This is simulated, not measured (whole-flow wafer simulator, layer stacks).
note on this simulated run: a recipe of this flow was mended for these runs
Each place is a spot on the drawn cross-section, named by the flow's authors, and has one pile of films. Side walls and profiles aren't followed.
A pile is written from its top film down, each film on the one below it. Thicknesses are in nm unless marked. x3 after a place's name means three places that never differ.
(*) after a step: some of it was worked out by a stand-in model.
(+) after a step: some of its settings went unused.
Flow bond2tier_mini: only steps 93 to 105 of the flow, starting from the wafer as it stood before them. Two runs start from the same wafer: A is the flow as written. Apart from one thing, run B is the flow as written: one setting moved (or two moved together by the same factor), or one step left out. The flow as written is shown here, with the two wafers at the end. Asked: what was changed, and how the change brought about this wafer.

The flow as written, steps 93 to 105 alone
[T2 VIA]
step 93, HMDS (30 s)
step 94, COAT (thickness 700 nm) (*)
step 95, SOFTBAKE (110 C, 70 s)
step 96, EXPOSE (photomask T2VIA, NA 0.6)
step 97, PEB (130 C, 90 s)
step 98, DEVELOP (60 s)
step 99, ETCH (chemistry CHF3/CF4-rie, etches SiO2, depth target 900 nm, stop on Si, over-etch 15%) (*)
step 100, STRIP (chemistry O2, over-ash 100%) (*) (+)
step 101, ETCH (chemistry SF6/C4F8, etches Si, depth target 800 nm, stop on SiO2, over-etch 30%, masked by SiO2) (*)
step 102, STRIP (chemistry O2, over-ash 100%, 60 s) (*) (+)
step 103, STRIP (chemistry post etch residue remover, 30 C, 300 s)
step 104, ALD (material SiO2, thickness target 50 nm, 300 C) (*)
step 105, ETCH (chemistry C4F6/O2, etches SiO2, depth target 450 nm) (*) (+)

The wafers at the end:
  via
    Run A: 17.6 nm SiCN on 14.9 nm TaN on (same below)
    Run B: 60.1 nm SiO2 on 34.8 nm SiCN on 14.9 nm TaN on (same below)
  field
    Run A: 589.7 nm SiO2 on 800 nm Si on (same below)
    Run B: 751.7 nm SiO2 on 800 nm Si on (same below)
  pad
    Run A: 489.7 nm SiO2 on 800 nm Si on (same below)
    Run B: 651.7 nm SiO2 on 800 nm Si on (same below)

Cause: step 105, ETCH: depth target 288 nm was run, though the flow has depth target 450 nm.

The path from the change to this, step by step:
  step 105, ETCH (chemistry C4F6/O2, etches SiO2, depth target 450 nm) (*) (+)
      via: A SiO2 loses 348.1 (all of it), SiCN loses 17.2 | B SiO2 loses 288
      field, pad: A SiO2 loses 450 | B SiO2 loses 288
